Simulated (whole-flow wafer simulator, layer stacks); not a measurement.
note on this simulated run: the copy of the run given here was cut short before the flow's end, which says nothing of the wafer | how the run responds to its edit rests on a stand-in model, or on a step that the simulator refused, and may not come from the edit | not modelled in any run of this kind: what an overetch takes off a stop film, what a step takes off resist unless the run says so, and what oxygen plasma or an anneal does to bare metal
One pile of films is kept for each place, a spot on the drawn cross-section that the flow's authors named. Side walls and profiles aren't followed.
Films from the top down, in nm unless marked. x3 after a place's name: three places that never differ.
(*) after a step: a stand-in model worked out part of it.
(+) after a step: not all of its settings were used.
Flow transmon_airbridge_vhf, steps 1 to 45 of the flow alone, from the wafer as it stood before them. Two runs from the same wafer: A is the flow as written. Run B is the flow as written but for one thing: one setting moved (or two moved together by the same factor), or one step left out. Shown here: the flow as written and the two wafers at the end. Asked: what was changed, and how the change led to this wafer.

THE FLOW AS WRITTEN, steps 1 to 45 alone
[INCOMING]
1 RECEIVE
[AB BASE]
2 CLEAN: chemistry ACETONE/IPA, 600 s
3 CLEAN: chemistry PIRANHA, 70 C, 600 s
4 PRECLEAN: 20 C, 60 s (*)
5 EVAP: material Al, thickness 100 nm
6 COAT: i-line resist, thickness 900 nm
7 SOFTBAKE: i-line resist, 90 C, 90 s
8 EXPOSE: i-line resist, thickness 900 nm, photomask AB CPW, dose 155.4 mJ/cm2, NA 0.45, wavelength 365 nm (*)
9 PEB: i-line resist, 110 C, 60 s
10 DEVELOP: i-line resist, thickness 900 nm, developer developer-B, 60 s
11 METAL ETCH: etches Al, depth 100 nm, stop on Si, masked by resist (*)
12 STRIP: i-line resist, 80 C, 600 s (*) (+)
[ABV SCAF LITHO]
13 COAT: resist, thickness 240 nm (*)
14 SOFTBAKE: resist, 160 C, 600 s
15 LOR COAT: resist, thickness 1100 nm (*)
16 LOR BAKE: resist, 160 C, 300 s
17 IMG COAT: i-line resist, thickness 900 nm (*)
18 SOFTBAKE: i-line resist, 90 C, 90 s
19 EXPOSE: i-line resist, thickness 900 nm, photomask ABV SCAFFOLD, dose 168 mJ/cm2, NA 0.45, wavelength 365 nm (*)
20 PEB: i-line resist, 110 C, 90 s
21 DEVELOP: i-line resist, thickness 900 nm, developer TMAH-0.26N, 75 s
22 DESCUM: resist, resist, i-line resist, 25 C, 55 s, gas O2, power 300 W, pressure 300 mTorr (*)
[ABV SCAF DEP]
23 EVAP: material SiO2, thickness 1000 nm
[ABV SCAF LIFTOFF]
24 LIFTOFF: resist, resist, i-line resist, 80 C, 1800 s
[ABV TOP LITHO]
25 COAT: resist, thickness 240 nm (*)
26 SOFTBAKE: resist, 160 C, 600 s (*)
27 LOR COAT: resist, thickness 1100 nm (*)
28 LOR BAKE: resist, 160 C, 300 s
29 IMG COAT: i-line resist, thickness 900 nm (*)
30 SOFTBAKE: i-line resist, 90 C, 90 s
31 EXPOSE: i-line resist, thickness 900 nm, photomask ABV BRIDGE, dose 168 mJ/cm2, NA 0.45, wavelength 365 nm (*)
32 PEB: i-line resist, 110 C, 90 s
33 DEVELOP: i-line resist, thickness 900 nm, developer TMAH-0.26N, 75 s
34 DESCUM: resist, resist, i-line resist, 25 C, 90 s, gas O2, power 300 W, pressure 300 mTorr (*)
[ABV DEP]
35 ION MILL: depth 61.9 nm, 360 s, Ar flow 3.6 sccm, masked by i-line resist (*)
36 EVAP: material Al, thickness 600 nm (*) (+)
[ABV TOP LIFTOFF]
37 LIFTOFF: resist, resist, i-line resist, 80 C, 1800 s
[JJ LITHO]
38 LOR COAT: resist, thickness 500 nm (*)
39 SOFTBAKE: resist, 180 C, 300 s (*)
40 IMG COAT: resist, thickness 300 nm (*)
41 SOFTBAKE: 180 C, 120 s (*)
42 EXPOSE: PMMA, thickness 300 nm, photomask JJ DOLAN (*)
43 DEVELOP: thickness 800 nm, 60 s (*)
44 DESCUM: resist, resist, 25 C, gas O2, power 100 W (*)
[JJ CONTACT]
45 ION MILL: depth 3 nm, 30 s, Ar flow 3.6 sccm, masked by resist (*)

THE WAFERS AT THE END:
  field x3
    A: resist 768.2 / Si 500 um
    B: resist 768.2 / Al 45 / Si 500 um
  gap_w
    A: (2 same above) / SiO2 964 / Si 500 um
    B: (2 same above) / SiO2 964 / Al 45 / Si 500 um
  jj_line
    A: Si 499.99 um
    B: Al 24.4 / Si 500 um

The cause: step 5, EVAP: thickness 145 nm was run, where the flow has thickness 100 nm.

How the change led to this, step by step:
  5 EVAP: material Al, thickness 100 nm
      field x3, jj_line, ground_far and 12 more: A Al +100 (new film) | B Al +145 (new film)
  11 METAL ETCH: etches Al, depth 100 nm, stop on Si, masked by resist (*)
      field x3, jj_line, gap_w, gap_e: A Al -100 (all of it) | B Al -100
  45 ION MILL: depth 3 nm, 30 s, Ar flow 3.6 sccm, masked by resist (*)
      jj_line: A Si -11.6 | B Al -20.6
Counting metal films that touch as one body, field x3 has 1 body; the flow as written gives 0 bodies.
Counting metal films that touch as one body, gap_w has 2 bodies (between them, from the top down: SiO2 964); the flow as written gives 1 body.
Counting metal films that touch as one body, jj_line has 1 body; the flow as written gives 0 bodies.
